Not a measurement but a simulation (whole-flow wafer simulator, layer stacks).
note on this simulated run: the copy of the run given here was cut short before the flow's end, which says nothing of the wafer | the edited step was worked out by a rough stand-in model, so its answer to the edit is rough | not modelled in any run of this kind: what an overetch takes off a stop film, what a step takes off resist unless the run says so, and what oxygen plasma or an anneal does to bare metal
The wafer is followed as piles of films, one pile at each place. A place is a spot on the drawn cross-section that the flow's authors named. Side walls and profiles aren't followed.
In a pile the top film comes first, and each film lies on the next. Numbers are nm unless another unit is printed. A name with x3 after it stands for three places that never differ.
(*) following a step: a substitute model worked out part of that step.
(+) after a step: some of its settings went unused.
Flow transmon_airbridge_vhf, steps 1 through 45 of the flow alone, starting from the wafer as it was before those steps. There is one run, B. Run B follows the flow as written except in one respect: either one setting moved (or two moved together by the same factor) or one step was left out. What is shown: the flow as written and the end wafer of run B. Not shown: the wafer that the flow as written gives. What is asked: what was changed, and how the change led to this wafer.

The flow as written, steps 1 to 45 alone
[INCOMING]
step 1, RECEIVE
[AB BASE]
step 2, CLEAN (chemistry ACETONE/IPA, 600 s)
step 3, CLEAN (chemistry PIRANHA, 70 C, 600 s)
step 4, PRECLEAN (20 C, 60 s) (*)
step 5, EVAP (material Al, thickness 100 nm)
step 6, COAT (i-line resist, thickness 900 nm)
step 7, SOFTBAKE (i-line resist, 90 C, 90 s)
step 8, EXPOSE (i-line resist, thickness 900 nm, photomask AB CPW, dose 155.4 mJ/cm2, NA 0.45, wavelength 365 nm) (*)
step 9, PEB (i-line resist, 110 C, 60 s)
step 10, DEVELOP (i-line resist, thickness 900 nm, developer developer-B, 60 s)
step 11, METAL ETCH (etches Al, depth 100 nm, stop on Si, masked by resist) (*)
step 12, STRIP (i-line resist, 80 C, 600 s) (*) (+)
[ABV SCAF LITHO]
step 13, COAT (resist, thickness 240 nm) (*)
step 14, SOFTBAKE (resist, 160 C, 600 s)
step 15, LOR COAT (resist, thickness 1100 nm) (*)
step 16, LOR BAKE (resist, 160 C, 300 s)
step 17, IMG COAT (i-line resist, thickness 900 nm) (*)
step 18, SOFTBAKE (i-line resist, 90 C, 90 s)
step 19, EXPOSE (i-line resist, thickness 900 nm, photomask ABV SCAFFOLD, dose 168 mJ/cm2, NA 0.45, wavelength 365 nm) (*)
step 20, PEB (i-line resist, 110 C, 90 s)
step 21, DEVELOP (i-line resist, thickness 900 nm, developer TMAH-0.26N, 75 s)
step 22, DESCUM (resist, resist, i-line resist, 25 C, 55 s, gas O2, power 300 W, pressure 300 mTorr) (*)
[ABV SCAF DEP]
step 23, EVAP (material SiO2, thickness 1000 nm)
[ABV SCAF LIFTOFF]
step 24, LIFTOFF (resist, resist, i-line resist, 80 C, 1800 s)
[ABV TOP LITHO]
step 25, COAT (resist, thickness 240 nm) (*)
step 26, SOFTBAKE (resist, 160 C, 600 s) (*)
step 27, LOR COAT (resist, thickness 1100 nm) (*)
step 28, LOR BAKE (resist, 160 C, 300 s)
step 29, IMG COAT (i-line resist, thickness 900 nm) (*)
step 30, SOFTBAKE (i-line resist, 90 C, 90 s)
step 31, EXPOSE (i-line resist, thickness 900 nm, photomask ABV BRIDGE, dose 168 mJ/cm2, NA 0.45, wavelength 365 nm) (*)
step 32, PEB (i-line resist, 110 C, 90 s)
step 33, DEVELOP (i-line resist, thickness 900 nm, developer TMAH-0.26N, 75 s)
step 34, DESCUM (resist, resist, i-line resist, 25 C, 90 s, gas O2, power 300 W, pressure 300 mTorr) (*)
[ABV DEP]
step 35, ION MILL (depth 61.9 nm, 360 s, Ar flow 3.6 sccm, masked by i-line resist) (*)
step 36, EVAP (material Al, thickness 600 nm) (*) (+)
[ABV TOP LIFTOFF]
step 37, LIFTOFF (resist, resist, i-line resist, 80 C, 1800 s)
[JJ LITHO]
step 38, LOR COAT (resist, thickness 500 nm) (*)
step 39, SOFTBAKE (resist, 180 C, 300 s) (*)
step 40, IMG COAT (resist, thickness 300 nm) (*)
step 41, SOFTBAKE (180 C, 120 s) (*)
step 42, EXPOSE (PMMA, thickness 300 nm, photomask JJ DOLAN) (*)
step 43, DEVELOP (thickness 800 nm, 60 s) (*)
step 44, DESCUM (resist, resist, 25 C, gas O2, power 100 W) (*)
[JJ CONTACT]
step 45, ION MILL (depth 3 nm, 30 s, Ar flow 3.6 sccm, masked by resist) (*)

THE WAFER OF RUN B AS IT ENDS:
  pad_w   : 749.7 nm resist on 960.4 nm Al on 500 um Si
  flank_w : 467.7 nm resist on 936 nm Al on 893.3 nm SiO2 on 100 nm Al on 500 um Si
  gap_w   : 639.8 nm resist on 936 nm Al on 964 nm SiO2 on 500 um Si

Cause: step 36, EVAP: thickness 936 nm was run, whereas the flow has thickness 600 nm.
One can read it off the wafer: flank_w has Al 936, and step 36 as written asks for 600 nm.

Step by step, how the change led to this:
  step 36, EVAP (material Al, thickness 600 nm) (*) (+)
      field x3, jj_line, ground_far and 10 more: Al gains 936 (new film) (as written it would have been: Al gains 600 (new film))
      pad_w, pad_e: Al gains 922.3 (as written it would have been: Al gains 591.2)
  step 37, LIFTOFF (resist, resist, i-line resist, 80 C, 1800 s)
      field x3, jj_line, trace_open_s x2: Al loses 936 (all of it), i-line resist loses 600 (all of it), resist loses 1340 (all of it) (as written it would have been: Al loses 600 (all of it), i-line resist loses 600 (all of it), resist loses 1340 (all of it))
      margin_s, margin_n: Al loses 936 (all of it), i-line resist loses 318.3 (all of it), resist loses 992 (all of it) (as written it would have been: Al loses 600 (all of it), i-line resist loses 318.3 (all of it), resist loses 992 (all of it))
      (and at 1 other place as well)
  step 38, LOR COAT (resist, thickness 500 nm) (*)
      pad_w, pad_e: resist gains 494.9 (new film) (as written it would have been: resist gains 517 (new film))
      flank_w, flank_e: resist gains 298.3 (new film) (as written it would have been: resist gains 306.5 (new film))
      (and at 6 other places as well)
  step 40, IMG COAT (resist, thickness 300 nm) (*)
      pad_w, pad_e: resist gains 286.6 (as written it would have been: resist gains 300.1)
      flank_w, flank_e: resist gains 201.3 (as written it would have been: resist gains 212.1)
      (and at 6 other places as well)
